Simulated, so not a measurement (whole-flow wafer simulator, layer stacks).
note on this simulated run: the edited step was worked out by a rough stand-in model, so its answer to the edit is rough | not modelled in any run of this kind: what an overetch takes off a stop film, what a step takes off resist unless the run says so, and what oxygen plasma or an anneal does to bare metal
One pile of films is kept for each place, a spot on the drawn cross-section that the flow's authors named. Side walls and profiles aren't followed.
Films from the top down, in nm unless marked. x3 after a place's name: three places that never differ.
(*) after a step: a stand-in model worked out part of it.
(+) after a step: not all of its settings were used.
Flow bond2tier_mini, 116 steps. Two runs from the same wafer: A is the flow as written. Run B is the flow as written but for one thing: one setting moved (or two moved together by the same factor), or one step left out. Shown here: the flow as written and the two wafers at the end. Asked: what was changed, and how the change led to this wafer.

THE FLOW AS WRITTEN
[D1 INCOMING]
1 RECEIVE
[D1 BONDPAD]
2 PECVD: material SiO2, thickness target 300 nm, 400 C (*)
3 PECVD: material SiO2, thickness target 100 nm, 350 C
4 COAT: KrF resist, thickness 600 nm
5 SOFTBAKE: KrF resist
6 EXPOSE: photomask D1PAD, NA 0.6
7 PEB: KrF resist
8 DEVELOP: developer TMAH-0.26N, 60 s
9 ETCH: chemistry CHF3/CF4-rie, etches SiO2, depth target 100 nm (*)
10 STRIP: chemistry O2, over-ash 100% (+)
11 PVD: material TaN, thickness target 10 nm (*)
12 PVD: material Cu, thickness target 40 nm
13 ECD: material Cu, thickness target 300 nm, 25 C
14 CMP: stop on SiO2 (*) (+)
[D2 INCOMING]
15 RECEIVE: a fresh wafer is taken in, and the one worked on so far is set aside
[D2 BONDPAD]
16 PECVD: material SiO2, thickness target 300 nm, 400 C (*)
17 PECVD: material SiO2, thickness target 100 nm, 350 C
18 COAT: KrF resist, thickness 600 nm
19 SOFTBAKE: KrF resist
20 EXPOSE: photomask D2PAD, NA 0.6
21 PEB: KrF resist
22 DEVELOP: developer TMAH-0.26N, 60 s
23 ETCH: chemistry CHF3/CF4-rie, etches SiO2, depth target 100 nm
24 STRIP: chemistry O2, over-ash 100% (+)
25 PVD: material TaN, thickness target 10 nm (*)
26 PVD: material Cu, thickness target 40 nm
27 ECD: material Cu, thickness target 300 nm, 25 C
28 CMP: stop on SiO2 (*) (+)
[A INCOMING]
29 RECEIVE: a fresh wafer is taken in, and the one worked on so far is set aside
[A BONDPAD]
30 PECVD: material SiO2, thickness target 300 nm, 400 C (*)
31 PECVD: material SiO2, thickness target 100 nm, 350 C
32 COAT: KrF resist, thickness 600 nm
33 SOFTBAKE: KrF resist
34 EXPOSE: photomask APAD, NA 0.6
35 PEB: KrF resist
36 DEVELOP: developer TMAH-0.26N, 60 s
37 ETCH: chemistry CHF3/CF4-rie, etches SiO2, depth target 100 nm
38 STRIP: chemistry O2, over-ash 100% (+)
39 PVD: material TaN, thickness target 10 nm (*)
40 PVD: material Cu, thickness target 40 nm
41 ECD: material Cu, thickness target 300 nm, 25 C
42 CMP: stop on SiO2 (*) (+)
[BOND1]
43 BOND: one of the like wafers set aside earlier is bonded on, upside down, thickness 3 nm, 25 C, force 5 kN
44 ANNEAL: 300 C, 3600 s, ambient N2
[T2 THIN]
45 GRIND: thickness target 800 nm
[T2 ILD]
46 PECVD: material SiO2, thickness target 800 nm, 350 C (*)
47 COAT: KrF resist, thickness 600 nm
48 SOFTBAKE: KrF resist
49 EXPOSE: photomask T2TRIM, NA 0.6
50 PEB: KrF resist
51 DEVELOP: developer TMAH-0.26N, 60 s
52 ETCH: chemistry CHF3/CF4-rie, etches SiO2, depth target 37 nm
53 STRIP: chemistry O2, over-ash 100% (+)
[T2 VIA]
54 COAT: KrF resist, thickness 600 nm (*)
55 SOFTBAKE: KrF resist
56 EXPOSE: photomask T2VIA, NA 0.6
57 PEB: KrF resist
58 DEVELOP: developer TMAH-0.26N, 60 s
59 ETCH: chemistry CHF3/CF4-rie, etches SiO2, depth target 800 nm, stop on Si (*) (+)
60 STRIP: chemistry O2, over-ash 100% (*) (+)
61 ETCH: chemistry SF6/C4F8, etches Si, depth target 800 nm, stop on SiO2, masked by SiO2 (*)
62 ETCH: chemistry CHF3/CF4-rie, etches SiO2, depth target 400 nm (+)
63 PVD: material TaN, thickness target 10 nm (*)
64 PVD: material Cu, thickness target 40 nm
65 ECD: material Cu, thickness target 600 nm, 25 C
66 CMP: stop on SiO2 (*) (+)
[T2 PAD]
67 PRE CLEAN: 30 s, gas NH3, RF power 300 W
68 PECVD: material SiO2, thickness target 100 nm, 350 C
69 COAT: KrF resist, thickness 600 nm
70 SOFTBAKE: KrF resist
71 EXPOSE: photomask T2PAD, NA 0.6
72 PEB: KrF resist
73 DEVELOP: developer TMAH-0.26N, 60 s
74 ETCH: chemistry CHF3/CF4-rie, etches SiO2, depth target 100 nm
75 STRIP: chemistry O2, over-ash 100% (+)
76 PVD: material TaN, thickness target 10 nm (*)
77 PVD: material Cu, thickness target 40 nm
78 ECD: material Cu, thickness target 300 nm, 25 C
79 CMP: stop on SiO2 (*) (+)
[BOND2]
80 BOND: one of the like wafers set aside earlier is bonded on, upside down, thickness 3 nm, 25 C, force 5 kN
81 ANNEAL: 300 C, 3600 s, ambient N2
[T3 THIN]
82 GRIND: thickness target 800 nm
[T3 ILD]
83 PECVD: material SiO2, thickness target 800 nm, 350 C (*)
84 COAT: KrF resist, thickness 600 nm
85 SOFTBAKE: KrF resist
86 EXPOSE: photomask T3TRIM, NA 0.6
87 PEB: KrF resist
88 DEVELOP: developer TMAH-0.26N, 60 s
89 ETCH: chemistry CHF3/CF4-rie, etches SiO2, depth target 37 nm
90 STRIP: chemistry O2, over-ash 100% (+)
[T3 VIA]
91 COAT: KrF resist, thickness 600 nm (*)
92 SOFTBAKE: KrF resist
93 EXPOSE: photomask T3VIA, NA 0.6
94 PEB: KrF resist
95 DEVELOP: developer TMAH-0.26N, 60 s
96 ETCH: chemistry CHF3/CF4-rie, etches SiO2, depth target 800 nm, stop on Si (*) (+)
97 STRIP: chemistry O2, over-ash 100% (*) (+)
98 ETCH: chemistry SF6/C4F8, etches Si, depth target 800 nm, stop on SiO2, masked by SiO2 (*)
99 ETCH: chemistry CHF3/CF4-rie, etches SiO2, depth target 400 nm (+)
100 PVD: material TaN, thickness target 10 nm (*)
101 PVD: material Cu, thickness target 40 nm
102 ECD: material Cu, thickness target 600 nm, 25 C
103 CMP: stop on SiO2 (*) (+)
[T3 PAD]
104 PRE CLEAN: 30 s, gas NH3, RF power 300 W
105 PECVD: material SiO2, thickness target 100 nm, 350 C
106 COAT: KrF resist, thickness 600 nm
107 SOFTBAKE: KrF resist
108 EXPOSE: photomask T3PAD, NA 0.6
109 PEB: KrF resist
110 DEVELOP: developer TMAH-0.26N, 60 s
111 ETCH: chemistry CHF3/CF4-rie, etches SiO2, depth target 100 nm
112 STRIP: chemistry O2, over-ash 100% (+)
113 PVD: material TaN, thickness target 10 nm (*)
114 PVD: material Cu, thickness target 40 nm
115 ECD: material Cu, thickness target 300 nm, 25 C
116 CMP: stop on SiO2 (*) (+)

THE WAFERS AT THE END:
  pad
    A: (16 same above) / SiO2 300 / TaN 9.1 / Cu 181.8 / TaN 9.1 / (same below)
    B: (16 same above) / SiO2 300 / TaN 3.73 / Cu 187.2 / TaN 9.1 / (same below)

The cause: step 11, PVD: thickness target 4.1 nm was run, where the flow has thickness target 10 nm.

How the change led to this, step by step:
  11 PVD: material TaN, thickness target 10 nm (*)
      field: A TaN +10 (new film) | B TaN +4.1 (new film)
      pad: A TaN +9.1 (new film) | B TaN +3.73 (new film)
      (and at 1 more place)
  14 CMP: stop on SiO2 (*) (+)
      field: A Cu -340 (all of it), TaN -10 (all of it) | B Cu -340 (all of it), TaN -4.1 (all of it)
  43 BOND: one of the like wafers set aside earlier is bonded on, upside down, thickness 3 nm, 25 C, force 5 kN
      pad: A Si +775 um (new film), chemical SiO2 +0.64 (new film), SiO2 +300 (new film), TaN +9.1 (new film), Cu +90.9 | B Si +775 um (new film), chemical SiO2 +0.64 (new film), SiO2 +300 (new film), TaN +3.73 (new film), Cu +96.3
      via: A Si +775 um (new film), chemical SiO2 +0.64 (new film), SiO2 +300 (new film), TaN +9.97 (new film), Cu +90 | B Si +775 um (new film), chemical SiO2 +0.64 (new film), SiO2 +300 (new film), TaN +4.09 (new film), Cu +95.9
